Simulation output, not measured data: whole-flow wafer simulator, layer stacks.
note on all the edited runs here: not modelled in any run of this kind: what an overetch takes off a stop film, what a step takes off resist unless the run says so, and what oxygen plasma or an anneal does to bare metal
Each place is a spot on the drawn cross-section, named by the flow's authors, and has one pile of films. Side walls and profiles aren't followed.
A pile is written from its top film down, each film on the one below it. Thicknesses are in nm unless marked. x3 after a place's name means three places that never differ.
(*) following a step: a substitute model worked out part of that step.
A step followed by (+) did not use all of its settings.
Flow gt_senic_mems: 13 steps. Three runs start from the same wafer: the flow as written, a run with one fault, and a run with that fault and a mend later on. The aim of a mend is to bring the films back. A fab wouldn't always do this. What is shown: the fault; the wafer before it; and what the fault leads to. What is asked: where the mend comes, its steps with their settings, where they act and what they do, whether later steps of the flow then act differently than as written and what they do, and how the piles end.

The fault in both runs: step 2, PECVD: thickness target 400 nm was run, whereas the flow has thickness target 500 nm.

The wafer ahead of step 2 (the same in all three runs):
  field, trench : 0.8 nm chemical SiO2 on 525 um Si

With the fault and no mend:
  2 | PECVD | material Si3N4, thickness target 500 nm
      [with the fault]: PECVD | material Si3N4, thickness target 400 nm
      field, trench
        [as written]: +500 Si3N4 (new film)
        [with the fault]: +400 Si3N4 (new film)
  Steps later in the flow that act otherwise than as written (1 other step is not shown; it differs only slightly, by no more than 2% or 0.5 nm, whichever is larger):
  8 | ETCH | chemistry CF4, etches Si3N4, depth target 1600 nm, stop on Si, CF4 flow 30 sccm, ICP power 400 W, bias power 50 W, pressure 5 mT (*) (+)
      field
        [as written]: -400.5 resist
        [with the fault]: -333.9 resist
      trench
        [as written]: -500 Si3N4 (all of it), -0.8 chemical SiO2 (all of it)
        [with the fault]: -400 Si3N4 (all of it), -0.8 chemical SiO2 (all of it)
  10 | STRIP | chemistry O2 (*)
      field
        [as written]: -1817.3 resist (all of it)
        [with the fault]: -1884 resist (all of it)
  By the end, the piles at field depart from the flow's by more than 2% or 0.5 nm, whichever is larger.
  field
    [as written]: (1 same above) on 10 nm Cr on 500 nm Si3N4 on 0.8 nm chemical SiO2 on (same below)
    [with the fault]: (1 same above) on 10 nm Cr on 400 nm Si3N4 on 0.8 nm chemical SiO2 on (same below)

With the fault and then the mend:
  The mend follows step 2.
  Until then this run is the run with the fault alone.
  2a | PECVD | material Si3N4, thickness target 100 nm (the flow's step 2, run once more with other settings)
      field, trench
        +100 Si3N4
  Every later step of the flow that is run acts as written at every place that is followed.
  The piles end the same as the flow's at every place that both follow.
